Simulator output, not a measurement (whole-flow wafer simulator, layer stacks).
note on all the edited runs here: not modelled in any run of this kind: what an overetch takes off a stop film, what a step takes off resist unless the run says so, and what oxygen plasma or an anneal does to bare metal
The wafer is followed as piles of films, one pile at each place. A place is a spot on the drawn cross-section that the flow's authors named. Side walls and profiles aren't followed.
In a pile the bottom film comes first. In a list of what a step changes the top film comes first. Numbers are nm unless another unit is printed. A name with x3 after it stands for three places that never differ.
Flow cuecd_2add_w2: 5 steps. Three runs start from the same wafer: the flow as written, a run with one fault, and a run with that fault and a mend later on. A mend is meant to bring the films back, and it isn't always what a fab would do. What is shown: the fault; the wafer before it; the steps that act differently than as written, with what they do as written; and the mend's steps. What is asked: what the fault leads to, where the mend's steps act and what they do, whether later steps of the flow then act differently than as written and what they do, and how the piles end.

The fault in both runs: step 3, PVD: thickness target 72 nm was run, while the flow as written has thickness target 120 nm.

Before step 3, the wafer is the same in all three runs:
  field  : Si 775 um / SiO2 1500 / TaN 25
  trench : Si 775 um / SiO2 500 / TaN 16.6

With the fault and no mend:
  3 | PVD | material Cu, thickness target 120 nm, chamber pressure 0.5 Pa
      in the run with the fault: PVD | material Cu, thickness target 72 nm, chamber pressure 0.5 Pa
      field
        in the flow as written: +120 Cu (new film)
        in the run with the fault: +72 Cu (new film)
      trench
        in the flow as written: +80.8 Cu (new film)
        in the run with the fault: +48.6 Cu (new film)
  None of the later steps of the flow differs from how it acts as written, at any place that is followed, by more than 2% or 0.5 nm, whichever is larger.
  By the end, the piles at field, trench depart from the flow's by more than 2% or 0.5 nm, whichever is larger.
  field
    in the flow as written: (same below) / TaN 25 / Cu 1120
    in the run with the fault: (same below) / TaN 25 / Cu 1072
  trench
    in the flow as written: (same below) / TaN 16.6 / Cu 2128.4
    in the run with the fault: (same below) / TaN 16.6 / Cu 2080.4

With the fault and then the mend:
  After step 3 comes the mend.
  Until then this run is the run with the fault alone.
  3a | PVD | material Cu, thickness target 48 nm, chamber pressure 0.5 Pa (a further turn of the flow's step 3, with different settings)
      field
        +48 Cu
      trench
        +31.8 Cu
  None of the later steps of the flow differs from how it acts as written, at any place that is followed, by more than 2% or 0.5 nm, whichever is larger.
  The piles end the same as the flow's at every place that both follow.
